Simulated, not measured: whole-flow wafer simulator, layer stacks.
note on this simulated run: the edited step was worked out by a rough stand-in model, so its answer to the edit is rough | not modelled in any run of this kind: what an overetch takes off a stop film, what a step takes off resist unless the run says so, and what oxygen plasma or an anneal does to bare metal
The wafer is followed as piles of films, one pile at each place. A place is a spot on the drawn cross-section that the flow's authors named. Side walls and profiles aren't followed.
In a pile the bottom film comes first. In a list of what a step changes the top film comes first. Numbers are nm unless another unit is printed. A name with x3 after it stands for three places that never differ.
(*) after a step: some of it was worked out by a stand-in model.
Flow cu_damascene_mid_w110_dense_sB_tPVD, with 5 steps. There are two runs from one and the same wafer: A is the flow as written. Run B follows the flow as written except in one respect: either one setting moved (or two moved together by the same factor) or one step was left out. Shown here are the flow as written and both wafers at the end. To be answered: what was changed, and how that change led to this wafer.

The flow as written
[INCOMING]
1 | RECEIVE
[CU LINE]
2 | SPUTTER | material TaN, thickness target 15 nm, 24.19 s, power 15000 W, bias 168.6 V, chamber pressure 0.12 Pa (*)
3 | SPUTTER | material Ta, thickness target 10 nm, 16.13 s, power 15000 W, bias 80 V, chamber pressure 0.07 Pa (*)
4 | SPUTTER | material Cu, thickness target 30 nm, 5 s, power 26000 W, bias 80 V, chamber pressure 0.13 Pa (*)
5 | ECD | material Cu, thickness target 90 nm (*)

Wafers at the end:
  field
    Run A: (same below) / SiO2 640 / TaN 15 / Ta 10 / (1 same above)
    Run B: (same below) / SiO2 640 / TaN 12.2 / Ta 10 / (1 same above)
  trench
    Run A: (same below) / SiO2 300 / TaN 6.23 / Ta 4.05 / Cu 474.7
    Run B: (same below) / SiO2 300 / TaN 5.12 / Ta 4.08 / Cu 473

Cause: step 2, SPUTTER: 19.65 s was run, while the flow as written has 24.19 s; step 2, SPUTTER: chamber pressure 0.0975 Pa was run, where the flow has chamber pressure 0.12 Pa.

The path from the change to this, step by step:
  2 | SPUTTER | material TaN, thickness target 15 nm, 24.19 s, power 15000 W, bias 168.6 V, chamber pressure 0.12 Pa (*)
      field: A +15 TaN (new film) | B +12.2 TaN (new film)
      trench: A +6.23 TaN (new film) | B +5.12 TaN (new film)
